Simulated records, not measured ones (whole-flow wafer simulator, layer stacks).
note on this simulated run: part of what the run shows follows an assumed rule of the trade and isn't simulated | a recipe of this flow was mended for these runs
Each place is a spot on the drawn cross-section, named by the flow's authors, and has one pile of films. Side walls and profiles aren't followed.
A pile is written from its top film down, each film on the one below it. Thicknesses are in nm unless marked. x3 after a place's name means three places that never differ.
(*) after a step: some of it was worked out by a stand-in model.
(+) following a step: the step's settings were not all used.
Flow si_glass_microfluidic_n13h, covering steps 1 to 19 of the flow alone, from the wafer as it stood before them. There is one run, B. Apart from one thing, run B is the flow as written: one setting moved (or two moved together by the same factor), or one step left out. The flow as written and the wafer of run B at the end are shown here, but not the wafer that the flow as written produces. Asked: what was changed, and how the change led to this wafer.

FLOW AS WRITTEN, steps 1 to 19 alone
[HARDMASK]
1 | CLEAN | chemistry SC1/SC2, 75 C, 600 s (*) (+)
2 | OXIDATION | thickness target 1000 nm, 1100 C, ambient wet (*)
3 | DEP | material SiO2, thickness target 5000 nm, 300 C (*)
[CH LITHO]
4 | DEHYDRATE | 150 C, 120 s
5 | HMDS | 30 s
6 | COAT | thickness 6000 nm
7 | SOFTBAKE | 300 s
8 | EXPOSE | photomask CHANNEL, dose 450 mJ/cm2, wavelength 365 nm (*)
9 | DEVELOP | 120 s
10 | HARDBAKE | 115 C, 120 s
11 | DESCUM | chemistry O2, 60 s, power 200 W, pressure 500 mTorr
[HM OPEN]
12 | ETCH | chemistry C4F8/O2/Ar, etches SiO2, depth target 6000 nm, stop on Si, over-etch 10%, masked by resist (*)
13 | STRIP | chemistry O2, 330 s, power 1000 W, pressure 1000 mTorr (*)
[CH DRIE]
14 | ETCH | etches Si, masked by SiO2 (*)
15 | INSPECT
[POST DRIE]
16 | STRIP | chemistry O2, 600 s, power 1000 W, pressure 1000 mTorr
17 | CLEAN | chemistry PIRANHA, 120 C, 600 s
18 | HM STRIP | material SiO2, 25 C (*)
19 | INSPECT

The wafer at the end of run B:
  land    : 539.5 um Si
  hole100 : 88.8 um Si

What caused this: step 2, OXIDATION: thickness target 1125 nm was run, whereas the flow has thickness target 1000 nm.

The path from the change to this, step by step:
  2 | OXIDATION | thickness target 1000 nm, 1100 C, ambient wet (*)
      land, hole100: +1125 SiO2 (new film), -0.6 chemical SiO2 (all of it), -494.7 Si (as written it would have been: +1000 SiO2 (new film), -0.6 chemical SiO2 (all of it), -439.7 Si)
  12 | ETCH | chemistry C4F8/O2/Ar, etches SiO2, depth target 6000 nm, stop on Si, over-etch 10%, masked by resist (*)
      hole100: -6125 SiO2 (all of it), -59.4 Si (as written it would have been: -6000 SiO2 (all of it), -75 Si)
  18 | HM STRIP | material SiO2, 25 C (*)
      land: -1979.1 SiO2 (all of it) (as written it would have been: -1854.4 SiO2 (all of it))
